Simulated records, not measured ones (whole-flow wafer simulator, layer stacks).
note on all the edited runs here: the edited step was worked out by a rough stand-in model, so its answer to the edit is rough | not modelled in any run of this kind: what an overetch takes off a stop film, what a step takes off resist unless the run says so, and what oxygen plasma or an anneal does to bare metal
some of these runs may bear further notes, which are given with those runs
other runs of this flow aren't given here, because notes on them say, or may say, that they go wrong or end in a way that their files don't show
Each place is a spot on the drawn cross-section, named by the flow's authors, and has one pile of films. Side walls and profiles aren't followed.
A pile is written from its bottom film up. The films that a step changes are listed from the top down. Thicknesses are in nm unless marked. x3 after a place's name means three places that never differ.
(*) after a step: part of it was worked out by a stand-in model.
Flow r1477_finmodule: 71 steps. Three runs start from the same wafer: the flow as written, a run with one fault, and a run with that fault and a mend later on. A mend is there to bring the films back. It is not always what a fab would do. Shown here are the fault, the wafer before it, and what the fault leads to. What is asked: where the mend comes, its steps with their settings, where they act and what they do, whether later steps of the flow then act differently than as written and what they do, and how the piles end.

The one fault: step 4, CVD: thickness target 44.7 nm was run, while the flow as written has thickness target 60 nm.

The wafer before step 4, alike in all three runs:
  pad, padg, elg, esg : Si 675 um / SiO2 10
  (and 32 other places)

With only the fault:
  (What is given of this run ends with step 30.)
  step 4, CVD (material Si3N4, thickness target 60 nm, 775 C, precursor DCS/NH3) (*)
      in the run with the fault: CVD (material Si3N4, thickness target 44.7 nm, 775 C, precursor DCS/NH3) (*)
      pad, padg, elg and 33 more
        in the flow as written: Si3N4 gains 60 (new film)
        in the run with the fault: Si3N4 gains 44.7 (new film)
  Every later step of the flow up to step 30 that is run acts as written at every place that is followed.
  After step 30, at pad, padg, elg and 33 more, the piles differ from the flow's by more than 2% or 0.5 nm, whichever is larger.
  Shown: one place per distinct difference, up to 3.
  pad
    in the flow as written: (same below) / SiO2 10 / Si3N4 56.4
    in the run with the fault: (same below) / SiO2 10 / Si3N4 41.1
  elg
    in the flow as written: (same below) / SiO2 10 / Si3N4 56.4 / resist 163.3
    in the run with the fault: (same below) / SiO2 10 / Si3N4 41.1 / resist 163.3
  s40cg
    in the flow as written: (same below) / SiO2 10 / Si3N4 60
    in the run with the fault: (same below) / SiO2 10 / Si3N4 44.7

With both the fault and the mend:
  The mend stands after step 5.
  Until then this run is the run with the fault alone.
  step 5a, ETCH (chemistry h3po4, depth target 51.41 nm)
      pad, padg, elg and 33 more
        Si3N4 loses 44.7 (all of it)
  step 5b, CLEAN (chemistry SC1/SC2) (the flow's step 2, run once more)
      does not change any film at any place that is followed
  step 5c, CVD (material Si3N4, thickness target 60 nm, 775 C, precursor DCS/NH3) (*) (the flow's step 4, run once more)
      pad, padg, elg and 33 more
        Si3N4 gains 60 (new film)
  Every later step of the flow that is run acts as written at every place that is followed.
  The piles end the same as the flow's at every place that both follow.
